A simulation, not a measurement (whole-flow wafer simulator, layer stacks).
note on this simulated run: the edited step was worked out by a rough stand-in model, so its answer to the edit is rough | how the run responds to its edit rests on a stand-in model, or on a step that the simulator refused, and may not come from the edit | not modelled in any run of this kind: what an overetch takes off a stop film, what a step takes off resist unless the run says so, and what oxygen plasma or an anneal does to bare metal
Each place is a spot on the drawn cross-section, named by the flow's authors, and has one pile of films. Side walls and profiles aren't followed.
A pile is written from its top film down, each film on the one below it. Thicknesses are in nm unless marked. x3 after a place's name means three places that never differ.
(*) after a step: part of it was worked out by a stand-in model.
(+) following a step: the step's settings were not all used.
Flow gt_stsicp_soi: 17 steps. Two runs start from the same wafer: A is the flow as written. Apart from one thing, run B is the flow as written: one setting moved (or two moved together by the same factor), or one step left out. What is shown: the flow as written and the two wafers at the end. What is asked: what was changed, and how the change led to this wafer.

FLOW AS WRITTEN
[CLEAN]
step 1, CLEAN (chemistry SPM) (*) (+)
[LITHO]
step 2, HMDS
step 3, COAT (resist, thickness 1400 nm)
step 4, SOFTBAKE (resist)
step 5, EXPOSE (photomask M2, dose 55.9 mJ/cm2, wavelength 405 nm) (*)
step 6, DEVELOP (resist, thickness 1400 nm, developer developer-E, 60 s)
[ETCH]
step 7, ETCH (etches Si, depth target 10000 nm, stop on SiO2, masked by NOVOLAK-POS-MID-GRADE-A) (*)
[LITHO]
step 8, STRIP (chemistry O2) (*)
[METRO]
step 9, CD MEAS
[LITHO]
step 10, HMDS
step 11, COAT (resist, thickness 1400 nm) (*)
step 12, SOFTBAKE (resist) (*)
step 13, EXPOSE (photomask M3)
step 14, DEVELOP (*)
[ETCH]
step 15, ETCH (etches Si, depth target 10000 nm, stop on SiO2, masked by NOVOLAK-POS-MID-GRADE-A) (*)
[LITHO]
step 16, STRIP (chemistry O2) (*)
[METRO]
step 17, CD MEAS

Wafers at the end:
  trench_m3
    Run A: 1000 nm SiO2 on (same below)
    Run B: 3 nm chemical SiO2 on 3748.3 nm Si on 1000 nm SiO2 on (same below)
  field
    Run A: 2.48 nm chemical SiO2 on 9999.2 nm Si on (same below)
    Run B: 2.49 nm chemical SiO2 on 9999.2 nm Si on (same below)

The reason: step 15, ETCH: depth target 6250 nm was run, whereas the flow has depth target 10000 nm.

The path from the change to this, step by step:
  step 15, ETCH (etches Si, depth target 10000 nm, stop on SiO2, masked by NOVOLAK-POS-MID-GRADE-A) (*)
      trench_m3: A chemical SiO2 loses 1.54 (all of it), Si loses 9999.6 (all of it) | B chemical SiO2 loses 1.54 (all of it), Si loses 6250
      field, trench_m2: A resist loses 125 | B resist loses 78.1
  step 16, STRIP (chemistry O2) (*)
      trench_m3: A nothing | B chemical SiO2 gains 3 (new film), Si loses 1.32
      field: A resist loses 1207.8 (all of it), chemical SiO2 gains 0.94, Si loses 0.41 | B resist loses 1254.6 (all of it), chemical SiO2 gains 0.94, Si loses 0.42
